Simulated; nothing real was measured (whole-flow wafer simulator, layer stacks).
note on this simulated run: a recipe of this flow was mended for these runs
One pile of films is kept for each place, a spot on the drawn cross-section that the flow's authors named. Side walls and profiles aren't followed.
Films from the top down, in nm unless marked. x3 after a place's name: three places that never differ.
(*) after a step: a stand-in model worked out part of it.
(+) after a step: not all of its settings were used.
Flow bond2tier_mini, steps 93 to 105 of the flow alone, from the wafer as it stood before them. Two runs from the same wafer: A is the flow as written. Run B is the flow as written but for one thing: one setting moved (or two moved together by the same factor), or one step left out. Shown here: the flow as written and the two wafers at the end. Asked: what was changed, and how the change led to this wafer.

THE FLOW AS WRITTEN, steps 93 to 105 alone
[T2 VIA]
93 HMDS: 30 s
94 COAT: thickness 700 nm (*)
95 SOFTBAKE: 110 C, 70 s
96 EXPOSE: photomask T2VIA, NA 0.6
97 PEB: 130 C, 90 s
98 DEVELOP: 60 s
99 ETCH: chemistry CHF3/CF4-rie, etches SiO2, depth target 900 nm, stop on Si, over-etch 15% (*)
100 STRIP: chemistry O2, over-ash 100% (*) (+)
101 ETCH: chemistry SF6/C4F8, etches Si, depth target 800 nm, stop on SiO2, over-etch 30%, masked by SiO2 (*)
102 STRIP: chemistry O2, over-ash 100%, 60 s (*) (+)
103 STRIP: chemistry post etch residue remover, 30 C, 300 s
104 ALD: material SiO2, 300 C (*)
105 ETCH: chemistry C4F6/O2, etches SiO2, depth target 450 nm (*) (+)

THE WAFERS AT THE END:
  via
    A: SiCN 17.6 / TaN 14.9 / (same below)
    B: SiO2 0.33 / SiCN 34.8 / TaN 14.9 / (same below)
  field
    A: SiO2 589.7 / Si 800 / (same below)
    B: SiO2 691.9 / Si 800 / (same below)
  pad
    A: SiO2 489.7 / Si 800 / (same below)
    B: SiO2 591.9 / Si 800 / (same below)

The cause: step 105, ETCH: depth target 347.8 nm was run, where the flow has depth target 450 nm.

How the change led to this, step by step:
  105 ETCH: chemistry C4F6/O2, etches SiO2, depth target 450 nm (*) (+)
      via: A SiO2 -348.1 (all of it), SiCN -17.2 | B SiO2 -347.8
      field, pad: A SiO2 -450 | B SiO2 -347.8
